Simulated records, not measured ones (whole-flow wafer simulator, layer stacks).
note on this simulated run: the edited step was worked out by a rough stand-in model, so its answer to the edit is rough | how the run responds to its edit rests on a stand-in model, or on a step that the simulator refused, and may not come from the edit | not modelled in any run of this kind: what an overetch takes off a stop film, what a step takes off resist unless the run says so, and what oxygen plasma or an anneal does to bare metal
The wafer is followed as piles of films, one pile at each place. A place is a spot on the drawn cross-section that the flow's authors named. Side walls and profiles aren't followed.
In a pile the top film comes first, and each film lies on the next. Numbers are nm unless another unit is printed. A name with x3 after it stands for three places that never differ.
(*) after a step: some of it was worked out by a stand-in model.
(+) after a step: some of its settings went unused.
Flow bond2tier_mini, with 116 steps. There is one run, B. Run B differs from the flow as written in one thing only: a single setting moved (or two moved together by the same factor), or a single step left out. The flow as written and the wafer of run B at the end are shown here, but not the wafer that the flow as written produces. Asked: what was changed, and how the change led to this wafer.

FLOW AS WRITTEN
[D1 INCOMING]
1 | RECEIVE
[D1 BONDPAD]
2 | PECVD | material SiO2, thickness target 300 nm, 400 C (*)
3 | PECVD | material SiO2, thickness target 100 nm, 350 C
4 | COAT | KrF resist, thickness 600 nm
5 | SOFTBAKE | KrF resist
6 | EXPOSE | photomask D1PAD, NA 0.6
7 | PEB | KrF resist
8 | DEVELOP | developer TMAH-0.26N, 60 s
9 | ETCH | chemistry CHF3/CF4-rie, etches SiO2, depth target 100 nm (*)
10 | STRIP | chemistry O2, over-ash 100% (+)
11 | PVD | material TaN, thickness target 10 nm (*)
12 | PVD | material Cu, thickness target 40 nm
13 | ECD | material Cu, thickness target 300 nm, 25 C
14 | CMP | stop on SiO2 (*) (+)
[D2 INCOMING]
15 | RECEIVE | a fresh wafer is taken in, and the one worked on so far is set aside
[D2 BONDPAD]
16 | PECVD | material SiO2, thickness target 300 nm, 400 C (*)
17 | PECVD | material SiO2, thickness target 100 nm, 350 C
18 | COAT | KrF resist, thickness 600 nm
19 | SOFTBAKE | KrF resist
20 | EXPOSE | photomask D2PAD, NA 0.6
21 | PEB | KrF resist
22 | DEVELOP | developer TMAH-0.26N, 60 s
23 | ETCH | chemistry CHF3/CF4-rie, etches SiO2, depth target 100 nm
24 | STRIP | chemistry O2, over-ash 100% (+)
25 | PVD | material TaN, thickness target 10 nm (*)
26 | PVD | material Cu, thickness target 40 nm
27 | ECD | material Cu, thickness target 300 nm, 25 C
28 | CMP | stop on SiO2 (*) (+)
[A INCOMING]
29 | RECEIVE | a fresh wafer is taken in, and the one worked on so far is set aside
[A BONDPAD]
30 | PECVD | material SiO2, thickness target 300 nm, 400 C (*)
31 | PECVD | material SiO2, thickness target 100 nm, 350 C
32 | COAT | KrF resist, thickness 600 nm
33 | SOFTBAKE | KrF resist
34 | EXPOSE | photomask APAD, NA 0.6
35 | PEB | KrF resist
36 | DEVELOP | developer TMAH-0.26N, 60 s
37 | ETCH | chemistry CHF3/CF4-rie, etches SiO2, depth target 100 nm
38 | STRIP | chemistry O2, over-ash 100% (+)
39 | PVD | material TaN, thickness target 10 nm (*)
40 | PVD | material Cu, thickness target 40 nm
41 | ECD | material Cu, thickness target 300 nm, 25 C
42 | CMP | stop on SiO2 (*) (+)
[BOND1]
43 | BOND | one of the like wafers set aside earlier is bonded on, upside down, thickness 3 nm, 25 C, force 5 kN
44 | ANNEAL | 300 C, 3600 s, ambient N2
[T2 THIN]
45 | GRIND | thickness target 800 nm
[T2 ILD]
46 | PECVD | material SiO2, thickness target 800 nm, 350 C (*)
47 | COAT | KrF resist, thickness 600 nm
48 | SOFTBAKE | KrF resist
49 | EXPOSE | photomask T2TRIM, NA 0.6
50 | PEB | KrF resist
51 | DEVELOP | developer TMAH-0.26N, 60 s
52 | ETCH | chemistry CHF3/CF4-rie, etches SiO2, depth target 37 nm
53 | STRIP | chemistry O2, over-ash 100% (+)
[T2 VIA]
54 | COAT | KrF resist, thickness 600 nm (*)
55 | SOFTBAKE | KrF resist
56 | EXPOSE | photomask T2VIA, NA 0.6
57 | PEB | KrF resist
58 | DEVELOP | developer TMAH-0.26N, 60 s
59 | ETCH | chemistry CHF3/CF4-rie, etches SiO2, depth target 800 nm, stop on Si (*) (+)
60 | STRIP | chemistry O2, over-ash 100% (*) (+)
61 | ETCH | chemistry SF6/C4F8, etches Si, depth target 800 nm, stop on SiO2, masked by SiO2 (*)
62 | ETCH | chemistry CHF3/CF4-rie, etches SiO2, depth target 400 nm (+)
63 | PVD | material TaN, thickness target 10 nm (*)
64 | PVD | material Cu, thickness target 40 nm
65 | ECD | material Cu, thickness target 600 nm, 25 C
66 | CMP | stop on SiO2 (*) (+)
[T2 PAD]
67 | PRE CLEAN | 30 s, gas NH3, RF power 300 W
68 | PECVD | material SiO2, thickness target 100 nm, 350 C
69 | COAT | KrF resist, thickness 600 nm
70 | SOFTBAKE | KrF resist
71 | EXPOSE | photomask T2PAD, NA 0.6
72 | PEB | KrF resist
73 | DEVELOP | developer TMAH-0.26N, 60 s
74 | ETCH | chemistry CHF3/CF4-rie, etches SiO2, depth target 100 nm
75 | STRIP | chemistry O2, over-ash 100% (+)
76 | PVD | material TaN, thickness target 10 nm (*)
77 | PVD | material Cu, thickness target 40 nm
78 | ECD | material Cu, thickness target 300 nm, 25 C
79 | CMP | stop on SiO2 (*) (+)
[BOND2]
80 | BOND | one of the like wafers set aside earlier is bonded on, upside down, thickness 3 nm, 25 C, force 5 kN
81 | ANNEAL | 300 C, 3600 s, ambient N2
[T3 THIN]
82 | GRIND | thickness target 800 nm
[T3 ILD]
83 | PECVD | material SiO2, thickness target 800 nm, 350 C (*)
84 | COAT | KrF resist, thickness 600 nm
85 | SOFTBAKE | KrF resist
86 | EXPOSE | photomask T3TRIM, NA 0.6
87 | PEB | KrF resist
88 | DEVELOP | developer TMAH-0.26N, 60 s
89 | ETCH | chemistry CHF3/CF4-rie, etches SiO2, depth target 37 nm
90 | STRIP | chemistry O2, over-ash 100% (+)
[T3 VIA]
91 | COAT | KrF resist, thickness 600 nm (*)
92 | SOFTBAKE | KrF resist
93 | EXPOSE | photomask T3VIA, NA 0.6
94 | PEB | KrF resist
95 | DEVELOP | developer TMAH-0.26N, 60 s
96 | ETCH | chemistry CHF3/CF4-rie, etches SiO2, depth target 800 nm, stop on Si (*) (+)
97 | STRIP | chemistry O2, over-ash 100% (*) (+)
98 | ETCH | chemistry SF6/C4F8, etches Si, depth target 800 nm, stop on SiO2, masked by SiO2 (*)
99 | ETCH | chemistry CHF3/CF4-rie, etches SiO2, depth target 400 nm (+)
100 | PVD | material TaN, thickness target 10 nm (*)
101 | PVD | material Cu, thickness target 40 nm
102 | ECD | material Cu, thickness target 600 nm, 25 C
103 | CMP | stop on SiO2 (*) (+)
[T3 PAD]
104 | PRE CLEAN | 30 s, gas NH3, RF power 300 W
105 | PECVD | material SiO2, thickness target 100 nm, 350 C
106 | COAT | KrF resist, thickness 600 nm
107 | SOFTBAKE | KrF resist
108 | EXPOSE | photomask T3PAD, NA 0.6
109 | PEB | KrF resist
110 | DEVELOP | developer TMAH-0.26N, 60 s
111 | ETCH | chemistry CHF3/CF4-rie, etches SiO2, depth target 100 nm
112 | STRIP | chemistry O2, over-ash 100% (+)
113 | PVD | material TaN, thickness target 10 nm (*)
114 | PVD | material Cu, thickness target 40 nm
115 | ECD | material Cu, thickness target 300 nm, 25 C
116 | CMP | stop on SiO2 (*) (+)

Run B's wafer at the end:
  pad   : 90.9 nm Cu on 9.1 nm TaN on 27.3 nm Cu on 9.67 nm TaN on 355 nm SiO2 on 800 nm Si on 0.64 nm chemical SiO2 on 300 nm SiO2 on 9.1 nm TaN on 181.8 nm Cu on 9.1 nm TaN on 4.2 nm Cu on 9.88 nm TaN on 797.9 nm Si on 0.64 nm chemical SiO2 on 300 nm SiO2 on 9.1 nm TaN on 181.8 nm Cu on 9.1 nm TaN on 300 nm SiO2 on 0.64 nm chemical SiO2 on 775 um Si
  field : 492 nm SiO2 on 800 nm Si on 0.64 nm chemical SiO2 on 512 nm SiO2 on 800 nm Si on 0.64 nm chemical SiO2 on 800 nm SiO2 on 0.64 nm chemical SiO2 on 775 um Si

Cause: step 46, PECVD: thickness target 420 nm was run, whereas the flow has thickness target 800 nm.

How this came from the change, step by step:
  46 | PECVD | material SiO2, thickness target 800 nm, 350 C (*)
      field, pad, via: +420 SiO2 (new film) (in the flow as written it would be: +800 SiO2 (new film))
  59 | ETCH | chemistry CHF3/CF4-rie, etches SiO2, depth target 800 nm, stop on Si (*) (+)
      field, pad: -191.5 KrF resist (in the flow as written it would be: -266.7 KrF resist)
      via: -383 SiO2 (all of it) (in the flow as written it would be: -763 SiO2 (all of it))
  60 | STRIP | chemistry O2, over-ash 100% (*) (+)
      field: -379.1 KrF resist (all of it) (in the flow as written it would be: -303.9 KrF resist (all of it))
      pad: -411.1 KrF resist (all of it) (in the flow as written it would be: -336 KrF resist (all of it))
  62 | ETCH | chemistry CHF3/CF4-rie, etches SiO2, depth target 400 nm (+)
      pad: -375 SiO2 (all of it), -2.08 Si (in the flow as written it would be: -400 SiO2)
  64 | PVD | material Cu, thickness target 40 nm
      pad: +40 Cu (new film) (in the flow as written it would be: +38.7 Cu (new film))
  65 | ECD | material Cu, thickness target 600 nm, 25 C
      pad: +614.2 Cu (in the flow as written it would be: +638.7 Cu)
